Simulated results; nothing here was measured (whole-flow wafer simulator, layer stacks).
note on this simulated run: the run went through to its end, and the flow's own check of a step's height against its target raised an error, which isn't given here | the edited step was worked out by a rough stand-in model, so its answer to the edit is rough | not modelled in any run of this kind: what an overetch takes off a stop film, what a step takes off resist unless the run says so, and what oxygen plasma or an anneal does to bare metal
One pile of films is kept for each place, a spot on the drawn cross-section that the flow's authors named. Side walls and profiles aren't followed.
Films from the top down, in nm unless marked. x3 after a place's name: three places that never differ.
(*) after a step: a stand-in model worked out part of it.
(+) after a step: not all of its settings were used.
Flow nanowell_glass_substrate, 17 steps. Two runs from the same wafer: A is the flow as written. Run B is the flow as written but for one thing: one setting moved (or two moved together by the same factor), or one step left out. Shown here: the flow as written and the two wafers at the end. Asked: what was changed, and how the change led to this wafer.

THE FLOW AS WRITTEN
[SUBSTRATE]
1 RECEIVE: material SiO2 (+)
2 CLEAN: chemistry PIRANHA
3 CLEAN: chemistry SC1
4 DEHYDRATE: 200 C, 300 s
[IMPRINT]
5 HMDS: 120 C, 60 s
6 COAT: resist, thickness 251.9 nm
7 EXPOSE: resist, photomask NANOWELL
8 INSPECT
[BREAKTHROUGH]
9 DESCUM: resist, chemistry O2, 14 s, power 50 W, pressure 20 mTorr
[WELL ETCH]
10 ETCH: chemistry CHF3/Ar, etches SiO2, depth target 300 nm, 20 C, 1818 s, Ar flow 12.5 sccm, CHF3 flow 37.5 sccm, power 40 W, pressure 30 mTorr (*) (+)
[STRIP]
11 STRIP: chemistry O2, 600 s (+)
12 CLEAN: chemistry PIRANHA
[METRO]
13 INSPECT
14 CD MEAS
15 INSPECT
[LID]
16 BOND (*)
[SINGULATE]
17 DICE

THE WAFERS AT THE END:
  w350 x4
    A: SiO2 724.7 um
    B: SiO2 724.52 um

The cause: step 10, ETCH: depth target 480 nm was run, where the flow has depth target 300 nm.

How the change led to this, step by step:
  10 ETCH: chemistry CHF3/Ar, etches SiO2, depth target 300 nm, 20 C, 1818 s, Ar flow 12.5 sccm, CHF3 flow 37.5 sccm, power 40 W, pressure 30 mTorr (*) (+)
      w350 x4: A SiO2 -300 | B SiO2 -480
      land: A resist -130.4 | B resist -208.7
  11 STRIP: chemistry O2, 600 s (+)
      land: A resist -125.9 (all of it) | B resist -47.6 (all of it)
